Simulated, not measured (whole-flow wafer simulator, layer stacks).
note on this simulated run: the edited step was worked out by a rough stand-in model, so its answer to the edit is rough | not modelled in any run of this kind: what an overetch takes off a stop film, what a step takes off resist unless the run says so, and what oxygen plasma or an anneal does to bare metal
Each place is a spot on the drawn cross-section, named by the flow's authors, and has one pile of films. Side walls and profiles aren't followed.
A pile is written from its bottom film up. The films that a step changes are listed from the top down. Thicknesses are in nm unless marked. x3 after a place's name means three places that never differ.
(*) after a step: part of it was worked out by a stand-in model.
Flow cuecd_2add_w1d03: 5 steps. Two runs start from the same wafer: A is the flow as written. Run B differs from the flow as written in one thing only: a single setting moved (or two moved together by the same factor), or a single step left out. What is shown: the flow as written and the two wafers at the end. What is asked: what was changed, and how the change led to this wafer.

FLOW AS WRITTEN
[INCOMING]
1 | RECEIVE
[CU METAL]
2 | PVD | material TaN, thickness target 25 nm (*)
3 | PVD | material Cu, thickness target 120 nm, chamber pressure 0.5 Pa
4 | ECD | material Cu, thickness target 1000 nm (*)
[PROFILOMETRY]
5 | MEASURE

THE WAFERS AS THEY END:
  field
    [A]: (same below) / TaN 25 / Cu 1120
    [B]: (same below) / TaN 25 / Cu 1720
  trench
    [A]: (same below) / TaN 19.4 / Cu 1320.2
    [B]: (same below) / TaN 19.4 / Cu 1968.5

Cause: step 4, ECD: thickness target 1600 nm was run, while the flow as written has thickness target 1000 nm.

The path from the change to this, step by step:
  4 | ECD | material Cu, thickness target 1000 nm (*)
      field: A Cu gains 1000 | B Cu gains 1600
      trench: A Cu gains 1226.8 | B Cu gains 1875.1
